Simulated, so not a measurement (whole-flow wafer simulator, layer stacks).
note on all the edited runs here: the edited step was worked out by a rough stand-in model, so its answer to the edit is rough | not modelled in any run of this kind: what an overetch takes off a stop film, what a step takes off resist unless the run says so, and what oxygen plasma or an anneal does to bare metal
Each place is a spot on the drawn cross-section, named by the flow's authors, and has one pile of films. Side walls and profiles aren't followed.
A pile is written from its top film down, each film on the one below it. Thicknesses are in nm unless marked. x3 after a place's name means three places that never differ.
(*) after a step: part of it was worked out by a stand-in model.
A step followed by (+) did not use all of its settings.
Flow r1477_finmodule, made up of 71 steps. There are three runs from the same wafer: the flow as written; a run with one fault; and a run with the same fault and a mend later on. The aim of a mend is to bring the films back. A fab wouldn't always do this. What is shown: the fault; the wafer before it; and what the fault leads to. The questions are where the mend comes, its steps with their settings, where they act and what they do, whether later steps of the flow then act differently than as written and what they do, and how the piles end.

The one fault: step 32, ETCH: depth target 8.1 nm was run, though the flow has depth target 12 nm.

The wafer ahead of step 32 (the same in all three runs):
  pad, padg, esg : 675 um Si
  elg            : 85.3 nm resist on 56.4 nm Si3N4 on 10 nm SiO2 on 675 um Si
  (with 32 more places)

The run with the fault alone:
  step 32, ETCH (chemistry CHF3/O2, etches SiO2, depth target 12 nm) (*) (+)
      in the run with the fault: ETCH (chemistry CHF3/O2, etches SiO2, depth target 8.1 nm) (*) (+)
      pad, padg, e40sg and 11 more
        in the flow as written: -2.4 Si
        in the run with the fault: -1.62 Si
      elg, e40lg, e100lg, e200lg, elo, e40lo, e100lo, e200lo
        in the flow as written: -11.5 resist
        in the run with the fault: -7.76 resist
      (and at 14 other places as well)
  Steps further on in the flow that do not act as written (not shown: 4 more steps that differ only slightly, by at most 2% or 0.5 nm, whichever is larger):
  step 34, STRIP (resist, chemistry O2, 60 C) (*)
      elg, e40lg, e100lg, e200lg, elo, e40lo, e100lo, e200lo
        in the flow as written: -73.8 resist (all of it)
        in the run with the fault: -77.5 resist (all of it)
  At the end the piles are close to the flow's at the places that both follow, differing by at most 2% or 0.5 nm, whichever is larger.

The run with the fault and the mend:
  The mend stands after step 32.
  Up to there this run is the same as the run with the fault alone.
  step 32a, ETCH (chemistry CHF3/O2, etches SiO2, depth target 3.9 nm) (*) (the flow's step 32 again, with other settings)
      pad, padg, e40sg and 11 more
        -0.78 Si
      elg, e40lg, e100lg, e200lg, elo, e40lo, e100lo, e200lo
        -3.74 resist
      s40sg_line, s45sg_line, s50sg_line, s40so_line, s45so_line, s50so_line
        -3.9 SiO2
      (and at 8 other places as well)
  None of the later steps of the flow differs from how it acts as written, at any place that is followed, by more than 2% or 0.5 nm, whichever is larger.
  At the end the piles are close to the flow's at the places that both follow, differing by at most 2% or 0.5 nm, whichever is larger.
